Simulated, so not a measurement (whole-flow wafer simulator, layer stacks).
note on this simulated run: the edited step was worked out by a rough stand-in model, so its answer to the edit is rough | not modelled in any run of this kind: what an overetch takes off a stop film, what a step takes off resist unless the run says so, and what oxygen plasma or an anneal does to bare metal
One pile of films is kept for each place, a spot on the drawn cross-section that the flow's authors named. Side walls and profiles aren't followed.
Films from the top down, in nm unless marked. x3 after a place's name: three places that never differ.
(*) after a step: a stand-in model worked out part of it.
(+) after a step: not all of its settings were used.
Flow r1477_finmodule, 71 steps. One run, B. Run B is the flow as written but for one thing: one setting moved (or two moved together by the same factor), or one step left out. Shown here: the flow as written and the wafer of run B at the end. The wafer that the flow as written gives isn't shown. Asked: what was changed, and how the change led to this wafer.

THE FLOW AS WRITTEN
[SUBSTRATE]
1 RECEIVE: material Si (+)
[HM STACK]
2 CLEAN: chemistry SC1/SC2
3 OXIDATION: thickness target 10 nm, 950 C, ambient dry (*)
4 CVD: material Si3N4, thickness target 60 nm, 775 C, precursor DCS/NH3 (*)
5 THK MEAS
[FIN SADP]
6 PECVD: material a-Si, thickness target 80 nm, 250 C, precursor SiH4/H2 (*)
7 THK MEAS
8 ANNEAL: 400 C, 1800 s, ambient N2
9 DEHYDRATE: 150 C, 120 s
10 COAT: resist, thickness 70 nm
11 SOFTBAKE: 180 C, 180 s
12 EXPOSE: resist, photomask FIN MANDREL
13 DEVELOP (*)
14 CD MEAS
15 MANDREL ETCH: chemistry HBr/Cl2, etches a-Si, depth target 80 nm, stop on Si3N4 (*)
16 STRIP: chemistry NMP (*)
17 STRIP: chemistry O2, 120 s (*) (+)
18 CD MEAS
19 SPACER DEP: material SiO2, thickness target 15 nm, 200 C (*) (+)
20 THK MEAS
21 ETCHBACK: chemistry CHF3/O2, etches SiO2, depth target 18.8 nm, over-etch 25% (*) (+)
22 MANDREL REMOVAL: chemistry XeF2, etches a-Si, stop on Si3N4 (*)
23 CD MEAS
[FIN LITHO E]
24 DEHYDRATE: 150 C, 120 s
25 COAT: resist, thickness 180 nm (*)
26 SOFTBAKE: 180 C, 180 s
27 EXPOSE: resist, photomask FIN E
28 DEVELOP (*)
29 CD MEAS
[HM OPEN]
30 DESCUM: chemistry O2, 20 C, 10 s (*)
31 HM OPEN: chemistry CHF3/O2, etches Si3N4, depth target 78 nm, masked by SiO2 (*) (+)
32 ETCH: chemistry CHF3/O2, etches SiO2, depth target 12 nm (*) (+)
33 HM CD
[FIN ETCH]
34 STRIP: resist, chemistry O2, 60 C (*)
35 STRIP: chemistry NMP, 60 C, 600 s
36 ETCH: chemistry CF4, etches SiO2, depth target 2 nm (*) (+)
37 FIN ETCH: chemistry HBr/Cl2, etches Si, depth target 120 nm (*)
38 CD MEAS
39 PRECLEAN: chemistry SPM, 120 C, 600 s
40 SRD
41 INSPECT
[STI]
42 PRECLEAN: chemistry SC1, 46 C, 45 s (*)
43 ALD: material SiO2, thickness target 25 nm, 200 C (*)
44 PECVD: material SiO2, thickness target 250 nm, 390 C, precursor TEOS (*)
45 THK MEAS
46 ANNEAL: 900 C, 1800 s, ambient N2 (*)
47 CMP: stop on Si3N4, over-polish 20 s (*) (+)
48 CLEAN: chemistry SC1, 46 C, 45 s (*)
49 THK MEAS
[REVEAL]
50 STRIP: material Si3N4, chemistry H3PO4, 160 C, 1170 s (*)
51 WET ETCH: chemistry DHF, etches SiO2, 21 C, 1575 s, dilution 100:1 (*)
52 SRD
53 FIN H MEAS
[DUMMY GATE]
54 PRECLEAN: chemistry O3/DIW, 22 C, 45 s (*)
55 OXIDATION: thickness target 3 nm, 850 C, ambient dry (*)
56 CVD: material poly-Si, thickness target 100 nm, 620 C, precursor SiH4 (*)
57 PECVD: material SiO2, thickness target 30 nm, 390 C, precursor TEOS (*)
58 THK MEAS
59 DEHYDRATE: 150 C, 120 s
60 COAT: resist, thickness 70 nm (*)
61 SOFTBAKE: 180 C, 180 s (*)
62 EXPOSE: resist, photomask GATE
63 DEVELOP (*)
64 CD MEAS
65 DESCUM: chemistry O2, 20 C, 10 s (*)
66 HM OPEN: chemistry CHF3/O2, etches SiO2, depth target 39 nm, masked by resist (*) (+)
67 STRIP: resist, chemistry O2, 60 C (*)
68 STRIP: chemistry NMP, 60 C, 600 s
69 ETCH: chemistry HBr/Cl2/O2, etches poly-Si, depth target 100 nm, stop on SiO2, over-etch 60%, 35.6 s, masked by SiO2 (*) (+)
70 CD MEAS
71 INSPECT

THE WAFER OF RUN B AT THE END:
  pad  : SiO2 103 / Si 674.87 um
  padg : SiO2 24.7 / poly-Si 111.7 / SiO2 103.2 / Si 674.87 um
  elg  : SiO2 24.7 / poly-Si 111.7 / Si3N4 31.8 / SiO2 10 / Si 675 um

The cause: step 56, CVD: thickness target 111.7 nm was run, where the flow has thickness target 100 nm.
It can be read off the wafer: padg has poly-Si 111.7, and step 56 as written asks for 100 nm.

How the change led to this, step by step:
  56 CVD: material poly-Si, thickness target 100 nm, 620 C, precursor SiH4 (*)
      pad, padg, elg and 26 more: poly-Si +111.7 (new film) (as written it would be: poly-Si +100 (new film))
      s40cg, s40co: poly-Si +125.8 (new film) (as written it would be: poly-Si +113.9 (new film))
      (and at 5 more places)
  69 ETCH: chemistry HBr/Cl2/O2, etches poly-Si, depth target 100 nm, stop on SiO2, over-etch 60%, 35.6 s, masked by SiO2 (*) (+)
      elo, e40lo, e100lo, e200lo: chemical SiO2 -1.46 (all of it), poly-Si -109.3 (all of it) (as written it would be: chemical SiO2 -1.46 (all of it), poly-Si -97.6 (all of it), Si3N4 -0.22)
      pad, eso, e40so and 8 more: chemical SiO2 -1.46 (all of it), poly-Si -109.3 (all of it), SiO2 -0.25 (as written it would be: chemical SiO2 -1.46 (all of it), poly-Si -97.6 (all of it), SiO2 -0.42)
      (and at 3 more places)
